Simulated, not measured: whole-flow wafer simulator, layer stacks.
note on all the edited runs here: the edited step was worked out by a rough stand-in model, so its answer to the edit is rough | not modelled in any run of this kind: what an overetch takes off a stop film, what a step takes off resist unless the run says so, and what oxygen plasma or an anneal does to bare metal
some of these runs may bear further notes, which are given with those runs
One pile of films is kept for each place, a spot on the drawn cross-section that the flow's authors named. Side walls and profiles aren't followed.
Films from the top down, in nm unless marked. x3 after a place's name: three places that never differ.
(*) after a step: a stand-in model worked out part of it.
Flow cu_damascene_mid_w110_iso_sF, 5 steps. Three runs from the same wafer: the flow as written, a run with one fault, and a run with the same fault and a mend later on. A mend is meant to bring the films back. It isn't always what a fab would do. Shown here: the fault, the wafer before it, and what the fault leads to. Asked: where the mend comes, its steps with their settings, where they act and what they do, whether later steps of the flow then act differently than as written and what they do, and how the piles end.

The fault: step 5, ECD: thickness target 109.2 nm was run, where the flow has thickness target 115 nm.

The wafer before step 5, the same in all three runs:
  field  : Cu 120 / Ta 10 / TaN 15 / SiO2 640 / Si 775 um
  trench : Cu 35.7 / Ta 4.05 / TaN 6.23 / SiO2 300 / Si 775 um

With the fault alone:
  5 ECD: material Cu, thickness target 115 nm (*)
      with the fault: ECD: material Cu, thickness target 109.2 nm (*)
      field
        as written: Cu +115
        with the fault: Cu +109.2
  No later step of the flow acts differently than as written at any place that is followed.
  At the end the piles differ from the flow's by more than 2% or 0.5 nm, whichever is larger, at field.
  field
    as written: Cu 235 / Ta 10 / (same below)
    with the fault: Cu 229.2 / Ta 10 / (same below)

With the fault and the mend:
  The mend comes after step 5.
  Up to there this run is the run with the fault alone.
  5a ECD: material Cu, thickness target 5.8 nm (the flow's step 5 once more, with other settings)
      field, trench
        Cu +5.8
  No later step of the flow acts differently than as written at any place that is followed.
  At the end the piles are the same as the flow's at every place that both follow.
